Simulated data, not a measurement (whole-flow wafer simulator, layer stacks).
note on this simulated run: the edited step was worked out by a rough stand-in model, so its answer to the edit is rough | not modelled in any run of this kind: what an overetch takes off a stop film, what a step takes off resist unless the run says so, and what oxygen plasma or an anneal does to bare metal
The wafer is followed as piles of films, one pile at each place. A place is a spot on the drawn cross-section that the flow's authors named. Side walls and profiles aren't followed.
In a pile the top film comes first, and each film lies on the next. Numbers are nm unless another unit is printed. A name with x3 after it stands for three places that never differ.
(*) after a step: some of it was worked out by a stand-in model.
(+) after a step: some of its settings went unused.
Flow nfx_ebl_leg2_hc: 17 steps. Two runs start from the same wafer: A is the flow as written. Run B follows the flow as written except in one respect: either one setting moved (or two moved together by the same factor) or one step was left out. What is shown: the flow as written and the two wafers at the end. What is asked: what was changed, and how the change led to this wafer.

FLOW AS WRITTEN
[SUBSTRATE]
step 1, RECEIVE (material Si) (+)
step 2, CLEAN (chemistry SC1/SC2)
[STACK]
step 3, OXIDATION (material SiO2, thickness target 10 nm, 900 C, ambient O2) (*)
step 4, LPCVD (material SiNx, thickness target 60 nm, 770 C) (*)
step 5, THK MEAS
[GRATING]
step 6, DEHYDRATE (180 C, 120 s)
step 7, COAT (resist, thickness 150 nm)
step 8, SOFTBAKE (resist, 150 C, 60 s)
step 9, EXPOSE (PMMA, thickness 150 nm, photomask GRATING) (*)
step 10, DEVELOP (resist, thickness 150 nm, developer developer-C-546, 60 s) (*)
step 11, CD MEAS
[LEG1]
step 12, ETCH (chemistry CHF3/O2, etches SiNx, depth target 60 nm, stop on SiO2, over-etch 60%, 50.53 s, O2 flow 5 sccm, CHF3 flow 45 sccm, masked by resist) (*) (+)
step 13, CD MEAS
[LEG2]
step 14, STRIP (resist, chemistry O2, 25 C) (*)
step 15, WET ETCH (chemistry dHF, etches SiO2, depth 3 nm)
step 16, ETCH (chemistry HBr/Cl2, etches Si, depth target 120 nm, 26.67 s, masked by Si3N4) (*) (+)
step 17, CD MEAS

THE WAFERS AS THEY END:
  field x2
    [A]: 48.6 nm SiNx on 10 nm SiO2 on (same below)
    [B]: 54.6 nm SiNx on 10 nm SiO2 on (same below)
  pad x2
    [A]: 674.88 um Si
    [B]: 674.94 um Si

Cause: step 16, ETCH: depth target 57 nm was run, though the flow has depth target 120 nm; step 16, ETCH: 12.67 s was run, where the flow has 26.67 s.

Step by step, how the change led to this:
  step 16, ETCH (chemistry HBr/Cl2, etches Si, depth target 120 nm, 26.67 s, masked by Si3N4) (*) (+)
      field x2: A -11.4 SiNx | B -5.43 SiNx
      pad x2: A -120 Si | B -57 Si
